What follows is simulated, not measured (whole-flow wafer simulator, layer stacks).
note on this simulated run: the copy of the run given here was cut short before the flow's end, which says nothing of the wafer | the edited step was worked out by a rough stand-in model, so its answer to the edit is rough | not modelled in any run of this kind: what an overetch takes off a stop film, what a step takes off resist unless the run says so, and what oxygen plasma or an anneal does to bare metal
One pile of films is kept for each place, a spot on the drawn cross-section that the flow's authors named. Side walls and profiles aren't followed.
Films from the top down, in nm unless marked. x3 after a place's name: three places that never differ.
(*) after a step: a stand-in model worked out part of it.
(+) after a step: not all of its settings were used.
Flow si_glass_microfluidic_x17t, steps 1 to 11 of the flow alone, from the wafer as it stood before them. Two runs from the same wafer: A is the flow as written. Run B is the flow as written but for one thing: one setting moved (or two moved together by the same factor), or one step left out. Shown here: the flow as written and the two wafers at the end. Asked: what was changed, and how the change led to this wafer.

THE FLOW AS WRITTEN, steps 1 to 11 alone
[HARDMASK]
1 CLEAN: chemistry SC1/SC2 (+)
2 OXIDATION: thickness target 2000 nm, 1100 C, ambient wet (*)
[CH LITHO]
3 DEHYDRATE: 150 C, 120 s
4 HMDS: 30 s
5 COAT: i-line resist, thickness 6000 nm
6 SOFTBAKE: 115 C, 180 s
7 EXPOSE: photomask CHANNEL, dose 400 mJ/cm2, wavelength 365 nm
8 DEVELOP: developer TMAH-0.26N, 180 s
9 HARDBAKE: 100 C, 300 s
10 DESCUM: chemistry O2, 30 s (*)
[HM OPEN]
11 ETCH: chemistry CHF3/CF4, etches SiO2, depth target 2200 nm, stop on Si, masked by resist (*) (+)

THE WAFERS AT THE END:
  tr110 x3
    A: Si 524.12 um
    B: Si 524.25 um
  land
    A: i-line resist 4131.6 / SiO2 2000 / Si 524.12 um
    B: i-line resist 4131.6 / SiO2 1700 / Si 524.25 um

The cause: step 2, OXIDATION: thickness target 1700 nm was run, where the flow has thickness target 2000 nm.
It can be read off the wafer: land has SiO2 1700, and step 2 as written asks for 2000 nm.

How the change led to this, step by step:
  2 OXIDATION: thickness target 2000 nm, 1100 C, ambient wet (*)
      land, tr110 x3: A SiO2 +2000 (new film), chemical SiO2 -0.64 (all of it), Si -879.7 | B SiO2 +1700 (new film), chemical SiO2 -0.64 (all of it), Si -747.7
  11 ETCH: chemistry CHF3/CF4, etches SiO2, depth target 2200 nm, stop on Si, masked by resist (*) (+)
      tr110 x3: A SiO2 -2000 (all of it) | B SiO2 -1700 (all of it)
